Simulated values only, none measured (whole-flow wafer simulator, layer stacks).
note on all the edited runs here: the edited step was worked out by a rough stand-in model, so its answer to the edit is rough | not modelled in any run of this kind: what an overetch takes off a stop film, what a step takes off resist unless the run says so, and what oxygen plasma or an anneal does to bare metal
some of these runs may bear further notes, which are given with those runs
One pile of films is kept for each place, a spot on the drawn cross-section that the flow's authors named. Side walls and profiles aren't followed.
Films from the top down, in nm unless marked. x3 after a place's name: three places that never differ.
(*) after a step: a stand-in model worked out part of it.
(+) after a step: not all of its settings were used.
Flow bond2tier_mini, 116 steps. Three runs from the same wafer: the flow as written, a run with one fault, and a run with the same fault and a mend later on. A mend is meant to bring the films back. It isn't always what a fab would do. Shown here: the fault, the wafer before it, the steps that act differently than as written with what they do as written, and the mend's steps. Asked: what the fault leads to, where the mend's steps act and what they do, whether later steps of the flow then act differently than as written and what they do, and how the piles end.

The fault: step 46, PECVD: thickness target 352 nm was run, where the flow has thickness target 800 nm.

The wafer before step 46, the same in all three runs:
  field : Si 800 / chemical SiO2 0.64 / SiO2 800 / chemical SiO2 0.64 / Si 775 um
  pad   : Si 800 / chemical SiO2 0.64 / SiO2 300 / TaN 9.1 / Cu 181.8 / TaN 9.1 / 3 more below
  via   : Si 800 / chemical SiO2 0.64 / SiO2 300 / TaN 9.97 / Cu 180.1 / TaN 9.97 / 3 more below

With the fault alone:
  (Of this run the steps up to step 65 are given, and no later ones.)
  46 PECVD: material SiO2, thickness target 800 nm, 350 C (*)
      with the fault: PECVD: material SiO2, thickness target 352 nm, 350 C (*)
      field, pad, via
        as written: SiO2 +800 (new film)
        with the fault: SiO2 +352 (new film)
  Later steps of the flow that act differently than as written (1 more step differs only slightly, by at most 2% or 0.5 nm, whichever is larger, and isn't shown):
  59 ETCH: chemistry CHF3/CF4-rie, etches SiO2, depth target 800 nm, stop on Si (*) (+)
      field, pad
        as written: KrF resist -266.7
        with the fault: KrF resist -157.5
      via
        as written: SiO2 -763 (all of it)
        with the fault: SiO2 -315 (all of it)
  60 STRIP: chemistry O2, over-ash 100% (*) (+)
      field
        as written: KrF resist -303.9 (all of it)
        with the fault: KrF resist -413.1 (all of it)
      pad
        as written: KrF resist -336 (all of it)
        with the fault: KrF resist -445.1 (all of it)
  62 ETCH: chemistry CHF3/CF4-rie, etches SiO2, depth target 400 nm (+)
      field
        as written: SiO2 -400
        with the fault: SiO2 -344 (all of it), Si -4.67
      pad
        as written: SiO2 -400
        with the fault: SiO2 -307 (all of it), Si -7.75
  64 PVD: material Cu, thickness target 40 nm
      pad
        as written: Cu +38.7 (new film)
        with the fault: Cu +40 (new film)
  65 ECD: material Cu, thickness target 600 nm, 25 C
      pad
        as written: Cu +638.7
        with the fault: Cu +603.1
  After step 65 the piles differ from the flow's by more than 2% or 0.5 nm, whichever is larger, at field, pad.
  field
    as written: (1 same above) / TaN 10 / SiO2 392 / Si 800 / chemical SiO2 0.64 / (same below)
    with the fault: (1 same above) / TaN 10 / Si 795.3 / chemical SiO2 0.64 / (same below)
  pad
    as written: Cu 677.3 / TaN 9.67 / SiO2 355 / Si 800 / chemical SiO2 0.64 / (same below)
    with the fault: Cu 643.1 / TaN 10 / Si 792.2 / chemical SiO2 0.64 / (same below)

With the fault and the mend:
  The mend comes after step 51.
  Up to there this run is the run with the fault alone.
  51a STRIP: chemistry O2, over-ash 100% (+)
      field
        KrF resist -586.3 (all of it)
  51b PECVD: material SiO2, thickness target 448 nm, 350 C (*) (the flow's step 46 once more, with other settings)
      field, pad, via
        SiO2 +448
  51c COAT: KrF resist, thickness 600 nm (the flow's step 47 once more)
      field, pad, via
        KrF resist +600 (new film)
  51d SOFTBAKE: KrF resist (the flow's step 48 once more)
      changes no film at any place that is followed
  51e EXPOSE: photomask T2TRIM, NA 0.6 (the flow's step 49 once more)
      changes no film at any place that is followed
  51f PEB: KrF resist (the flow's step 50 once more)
      changes no film at any place that is followed
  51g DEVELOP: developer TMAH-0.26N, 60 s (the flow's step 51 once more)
      pad, via
        KrF resist -600 (all of it)
      field
        KrF resist -13.7
  No later step of the flow acts differently than as written at any place that is followed.
  At the end the piles are the same as the flow's at every place that both follow.
